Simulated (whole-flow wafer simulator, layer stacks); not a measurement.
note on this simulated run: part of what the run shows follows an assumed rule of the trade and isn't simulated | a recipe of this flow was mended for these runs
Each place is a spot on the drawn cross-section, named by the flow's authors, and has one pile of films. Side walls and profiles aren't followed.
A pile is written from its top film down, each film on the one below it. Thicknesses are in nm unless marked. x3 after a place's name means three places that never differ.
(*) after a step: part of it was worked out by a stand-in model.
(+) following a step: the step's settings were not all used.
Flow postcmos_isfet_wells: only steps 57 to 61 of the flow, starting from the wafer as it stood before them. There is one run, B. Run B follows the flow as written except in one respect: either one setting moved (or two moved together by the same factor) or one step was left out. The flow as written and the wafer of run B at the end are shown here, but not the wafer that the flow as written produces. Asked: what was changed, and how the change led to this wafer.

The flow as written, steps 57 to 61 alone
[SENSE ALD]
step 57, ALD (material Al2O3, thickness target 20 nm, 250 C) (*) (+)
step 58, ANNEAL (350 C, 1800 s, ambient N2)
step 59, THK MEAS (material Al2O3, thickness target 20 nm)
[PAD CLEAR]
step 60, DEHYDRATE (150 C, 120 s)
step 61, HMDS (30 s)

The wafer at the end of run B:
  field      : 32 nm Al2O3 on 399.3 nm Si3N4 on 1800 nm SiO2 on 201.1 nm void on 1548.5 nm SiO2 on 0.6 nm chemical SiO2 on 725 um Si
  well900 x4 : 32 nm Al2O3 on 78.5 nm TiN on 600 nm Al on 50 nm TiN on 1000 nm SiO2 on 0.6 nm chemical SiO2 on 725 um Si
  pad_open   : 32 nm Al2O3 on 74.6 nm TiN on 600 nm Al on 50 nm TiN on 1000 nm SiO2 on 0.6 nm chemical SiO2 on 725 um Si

The reason: step 57, ALD: thickness target 32 nm was run, while the flow as written has thickness target 20 nm.
One can read it off the wafer: field has Al2O3 32, and step 57 as written asks for 20 nm.

Step by step, how the change led to this:
  step 57, ALD (material Al2O3, thickness target 20 nm, 250 C) (*) (+)
      field, margin x3, well900 x4, pad_open: Al2O3 gains 32 (new film) (it would be, as written: Al2O3 gains 20 (new film))
